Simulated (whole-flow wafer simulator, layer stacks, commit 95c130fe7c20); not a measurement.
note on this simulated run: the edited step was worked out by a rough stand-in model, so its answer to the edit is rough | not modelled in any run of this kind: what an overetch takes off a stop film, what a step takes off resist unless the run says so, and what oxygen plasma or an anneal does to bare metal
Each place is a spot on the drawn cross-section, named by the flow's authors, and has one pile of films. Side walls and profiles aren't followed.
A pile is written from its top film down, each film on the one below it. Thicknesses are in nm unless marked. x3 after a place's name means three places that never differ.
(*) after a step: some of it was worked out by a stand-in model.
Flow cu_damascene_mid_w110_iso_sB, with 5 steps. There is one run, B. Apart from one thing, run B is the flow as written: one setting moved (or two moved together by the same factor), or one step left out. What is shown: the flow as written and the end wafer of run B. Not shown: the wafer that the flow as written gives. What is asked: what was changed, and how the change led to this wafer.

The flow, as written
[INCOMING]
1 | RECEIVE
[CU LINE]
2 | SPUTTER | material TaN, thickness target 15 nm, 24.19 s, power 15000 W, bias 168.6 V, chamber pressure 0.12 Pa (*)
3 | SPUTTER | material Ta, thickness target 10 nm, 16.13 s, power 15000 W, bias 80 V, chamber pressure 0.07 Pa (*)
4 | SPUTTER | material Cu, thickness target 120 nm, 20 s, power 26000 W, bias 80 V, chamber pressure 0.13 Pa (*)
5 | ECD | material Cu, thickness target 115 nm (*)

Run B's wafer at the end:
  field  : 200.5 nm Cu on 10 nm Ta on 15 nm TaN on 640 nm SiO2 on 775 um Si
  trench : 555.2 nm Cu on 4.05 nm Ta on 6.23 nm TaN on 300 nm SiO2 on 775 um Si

Cause: step 5, ECD: thickness target 80.5 nm was run, whereas the flow has thickness target 115 nm.

The path from the change to this, step by step:
  5 | ECD | material Cu, thickness target 115 nm (*)
      field: +80.5 Cu (it would be, as written: +115 Cu)
      trench: +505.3 Cu (it would be, as written: +539.8 Cu)
